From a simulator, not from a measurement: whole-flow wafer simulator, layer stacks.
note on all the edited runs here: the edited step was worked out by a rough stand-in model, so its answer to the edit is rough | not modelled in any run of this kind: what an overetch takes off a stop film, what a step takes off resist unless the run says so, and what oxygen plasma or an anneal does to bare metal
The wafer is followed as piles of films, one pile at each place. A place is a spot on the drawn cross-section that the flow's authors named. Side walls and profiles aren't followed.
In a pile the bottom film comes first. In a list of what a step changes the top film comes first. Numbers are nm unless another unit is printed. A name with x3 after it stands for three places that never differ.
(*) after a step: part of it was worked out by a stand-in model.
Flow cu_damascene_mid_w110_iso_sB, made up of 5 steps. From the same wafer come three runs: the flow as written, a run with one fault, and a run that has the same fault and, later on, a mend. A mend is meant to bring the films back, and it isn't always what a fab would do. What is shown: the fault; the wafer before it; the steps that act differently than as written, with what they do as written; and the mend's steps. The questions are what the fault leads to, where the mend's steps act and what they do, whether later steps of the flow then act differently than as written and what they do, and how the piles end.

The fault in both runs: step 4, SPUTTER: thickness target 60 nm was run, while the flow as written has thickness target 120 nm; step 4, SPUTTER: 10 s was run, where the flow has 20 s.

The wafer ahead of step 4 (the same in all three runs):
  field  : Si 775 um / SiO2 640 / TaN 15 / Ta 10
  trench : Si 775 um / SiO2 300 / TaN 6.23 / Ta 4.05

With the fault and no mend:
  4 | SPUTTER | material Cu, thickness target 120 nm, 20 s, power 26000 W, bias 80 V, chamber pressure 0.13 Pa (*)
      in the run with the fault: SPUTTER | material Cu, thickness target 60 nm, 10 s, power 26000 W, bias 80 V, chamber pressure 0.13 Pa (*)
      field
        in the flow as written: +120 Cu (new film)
        in the run with the fault: +60 Cu (new film)
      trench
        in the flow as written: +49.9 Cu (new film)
        in the run with the fault: +25 Cu (new film)
  Later steps of the flow acting differently than as written:
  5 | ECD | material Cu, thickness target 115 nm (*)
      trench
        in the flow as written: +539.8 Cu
        in the run with the fault: +504.8 Cu
  The piles end different from the flow's at field, trench by more than 2% or 0.5 nm, whichever is larger.
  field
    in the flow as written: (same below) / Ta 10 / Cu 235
    in the run with the fault: (same below) / Ta 10 / Cu 175
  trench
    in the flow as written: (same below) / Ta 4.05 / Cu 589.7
    in the run with the fault: (same below) / Ta 4.05 / Cu 529.7

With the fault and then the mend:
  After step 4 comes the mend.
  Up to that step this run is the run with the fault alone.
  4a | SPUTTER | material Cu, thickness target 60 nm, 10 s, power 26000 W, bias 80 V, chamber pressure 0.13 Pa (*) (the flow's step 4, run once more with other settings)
      field
        +60 Cu
      trench
        +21 Cu
  None of the later steps of the flow differs from how it acts as written, at any place that is followed, by more than 2% or 0.5 nm, whichever is larger.
  The piles end the same as the flow's at every place that both follow.
